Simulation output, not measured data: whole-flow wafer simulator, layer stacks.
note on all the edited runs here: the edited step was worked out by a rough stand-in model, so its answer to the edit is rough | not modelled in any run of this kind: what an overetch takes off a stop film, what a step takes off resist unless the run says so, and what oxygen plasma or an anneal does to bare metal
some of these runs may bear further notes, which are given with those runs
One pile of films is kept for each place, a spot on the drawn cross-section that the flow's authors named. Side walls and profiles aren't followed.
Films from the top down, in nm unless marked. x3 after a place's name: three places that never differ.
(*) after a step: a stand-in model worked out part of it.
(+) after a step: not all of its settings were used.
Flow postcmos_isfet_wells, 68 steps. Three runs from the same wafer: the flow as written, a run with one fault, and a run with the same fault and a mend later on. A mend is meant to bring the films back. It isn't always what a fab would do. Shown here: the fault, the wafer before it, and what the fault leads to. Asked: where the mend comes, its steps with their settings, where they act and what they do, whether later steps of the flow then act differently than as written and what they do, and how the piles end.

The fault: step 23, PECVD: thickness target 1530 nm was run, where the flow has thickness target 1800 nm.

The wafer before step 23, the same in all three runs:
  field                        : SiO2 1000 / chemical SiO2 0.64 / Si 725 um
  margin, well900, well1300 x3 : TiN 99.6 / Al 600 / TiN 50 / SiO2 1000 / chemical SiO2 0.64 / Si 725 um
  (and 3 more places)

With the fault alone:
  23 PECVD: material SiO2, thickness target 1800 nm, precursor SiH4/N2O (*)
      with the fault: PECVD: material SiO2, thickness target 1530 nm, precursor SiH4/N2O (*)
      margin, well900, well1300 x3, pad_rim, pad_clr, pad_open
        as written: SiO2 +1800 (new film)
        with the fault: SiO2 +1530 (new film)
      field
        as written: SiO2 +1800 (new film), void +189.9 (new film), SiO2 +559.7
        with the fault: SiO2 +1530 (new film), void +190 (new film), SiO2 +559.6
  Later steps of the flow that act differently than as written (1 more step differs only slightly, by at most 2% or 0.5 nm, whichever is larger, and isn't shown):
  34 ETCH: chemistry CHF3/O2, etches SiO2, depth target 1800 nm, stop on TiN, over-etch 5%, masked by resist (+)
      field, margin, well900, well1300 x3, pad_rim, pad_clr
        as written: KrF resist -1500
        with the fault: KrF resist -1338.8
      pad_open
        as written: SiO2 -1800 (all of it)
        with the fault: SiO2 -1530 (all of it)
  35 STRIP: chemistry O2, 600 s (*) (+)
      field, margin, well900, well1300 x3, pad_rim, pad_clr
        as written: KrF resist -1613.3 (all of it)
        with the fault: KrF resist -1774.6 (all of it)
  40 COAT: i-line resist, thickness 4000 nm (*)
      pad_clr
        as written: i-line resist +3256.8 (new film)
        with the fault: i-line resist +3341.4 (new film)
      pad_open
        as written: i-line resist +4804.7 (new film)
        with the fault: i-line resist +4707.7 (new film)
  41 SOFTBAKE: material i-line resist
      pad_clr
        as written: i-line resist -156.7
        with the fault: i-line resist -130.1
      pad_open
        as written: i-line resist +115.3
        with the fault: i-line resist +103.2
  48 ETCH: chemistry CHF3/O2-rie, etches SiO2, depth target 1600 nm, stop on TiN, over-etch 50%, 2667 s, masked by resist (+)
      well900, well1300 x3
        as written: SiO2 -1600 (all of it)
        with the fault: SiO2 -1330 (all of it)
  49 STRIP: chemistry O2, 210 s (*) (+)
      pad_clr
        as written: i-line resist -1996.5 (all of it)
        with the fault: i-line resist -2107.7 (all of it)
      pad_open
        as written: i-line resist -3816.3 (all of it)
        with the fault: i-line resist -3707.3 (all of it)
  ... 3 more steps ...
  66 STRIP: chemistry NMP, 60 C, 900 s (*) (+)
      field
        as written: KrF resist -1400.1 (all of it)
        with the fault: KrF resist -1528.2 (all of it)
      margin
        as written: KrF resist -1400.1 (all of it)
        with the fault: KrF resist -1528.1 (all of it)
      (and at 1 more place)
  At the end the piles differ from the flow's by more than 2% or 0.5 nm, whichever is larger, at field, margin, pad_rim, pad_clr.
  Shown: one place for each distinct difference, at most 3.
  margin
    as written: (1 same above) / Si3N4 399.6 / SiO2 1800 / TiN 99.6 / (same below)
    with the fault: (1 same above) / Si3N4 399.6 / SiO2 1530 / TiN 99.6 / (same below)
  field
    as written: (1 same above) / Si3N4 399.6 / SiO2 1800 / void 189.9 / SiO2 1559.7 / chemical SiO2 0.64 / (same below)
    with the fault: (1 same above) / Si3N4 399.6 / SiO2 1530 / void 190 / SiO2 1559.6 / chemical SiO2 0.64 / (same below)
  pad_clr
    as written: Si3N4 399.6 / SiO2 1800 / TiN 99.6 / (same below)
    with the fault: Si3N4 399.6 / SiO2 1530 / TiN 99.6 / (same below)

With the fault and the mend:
  The mend comes after step 23.
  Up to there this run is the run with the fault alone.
  23a PECVD: material SiO2, thickness target 270 nm, precursor SiH4/N2O (*) (the flow's step 23 once more, with other settings)
      field, margin, well900, well1300 x3, pad_rim, pad_clr, pad_open
        SiO2 +270
  No later step of the flow acts differently than as written at any place that is followed.
  At the end the piles differ from the flow's only slightly at the places that both follow, by at most 2% or 0.5 nm, whichever is larger.
